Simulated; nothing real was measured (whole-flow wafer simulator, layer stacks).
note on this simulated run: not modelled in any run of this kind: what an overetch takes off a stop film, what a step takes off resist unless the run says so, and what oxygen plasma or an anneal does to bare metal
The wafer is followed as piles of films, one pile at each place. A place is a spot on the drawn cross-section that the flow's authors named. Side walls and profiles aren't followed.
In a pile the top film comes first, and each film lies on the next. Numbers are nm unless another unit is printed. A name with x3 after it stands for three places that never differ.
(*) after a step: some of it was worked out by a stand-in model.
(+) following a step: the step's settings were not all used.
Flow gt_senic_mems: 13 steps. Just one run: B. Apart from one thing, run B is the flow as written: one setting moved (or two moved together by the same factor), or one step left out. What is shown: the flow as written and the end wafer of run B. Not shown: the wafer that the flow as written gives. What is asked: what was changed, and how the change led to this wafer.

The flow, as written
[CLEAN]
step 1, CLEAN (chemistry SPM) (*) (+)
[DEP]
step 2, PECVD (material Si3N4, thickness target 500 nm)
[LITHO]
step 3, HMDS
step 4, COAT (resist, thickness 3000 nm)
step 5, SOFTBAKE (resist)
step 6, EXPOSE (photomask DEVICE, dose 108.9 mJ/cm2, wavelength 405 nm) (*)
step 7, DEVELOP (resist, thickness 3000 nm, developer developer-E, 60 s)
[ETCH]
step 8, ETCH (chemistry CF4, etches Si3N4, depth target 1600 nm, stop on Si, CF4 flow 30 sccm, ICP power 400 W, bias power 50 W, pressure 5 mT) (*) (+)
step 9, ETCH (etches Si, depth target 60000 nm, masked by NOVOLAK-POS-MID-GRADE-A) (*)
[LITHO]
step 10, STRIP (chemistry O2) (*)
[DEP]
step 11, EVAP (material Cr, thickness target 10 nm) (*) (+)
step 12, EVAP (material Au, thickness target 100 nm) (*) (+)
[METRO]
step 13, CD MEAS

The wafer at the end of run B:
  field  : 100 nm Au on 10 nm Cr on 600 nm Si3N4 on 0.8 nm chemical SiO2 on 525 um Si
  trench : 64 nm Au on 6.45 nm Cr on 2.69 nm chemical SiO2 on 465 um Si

Cause: step 2, PECVD: thickness target 600 nm was run, while the flow as written has thickness target 500 nm.
The wafer itself shows it: field has Si3N4 600, and step 2 as written asks for 500 nm.

The path from the change to this, step by step:
  step 2, PECVD (material Si3N4, thickness target 500 nm)
      field, trench: +600 Si3N4 (new film) (as written it would have been: +500 Si3N4 (new film))
  step 8, ETCH (chemistry CF4, etches Si3N4, depth target 1600 nm, stop on Si, CF4 flow 30 sccm, ICP power 400 W, bias power 50 W, pressure 5 mT) (*) (+)
      field: -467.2 resist (as written it would have been: -400.5 resist)
      trench: -600 Si3N4 (all of it), -0.8 chemical SiO2 (all of it) (as written it would have been: -500 Si3N4 (all of it), -0.8 chemical SiO2 (all of it))
  step 10, STRIP (chemistry O2) (*)
      field: -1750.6 resist (all of it) (as written it would have been: -1817.3 resist (all of it))
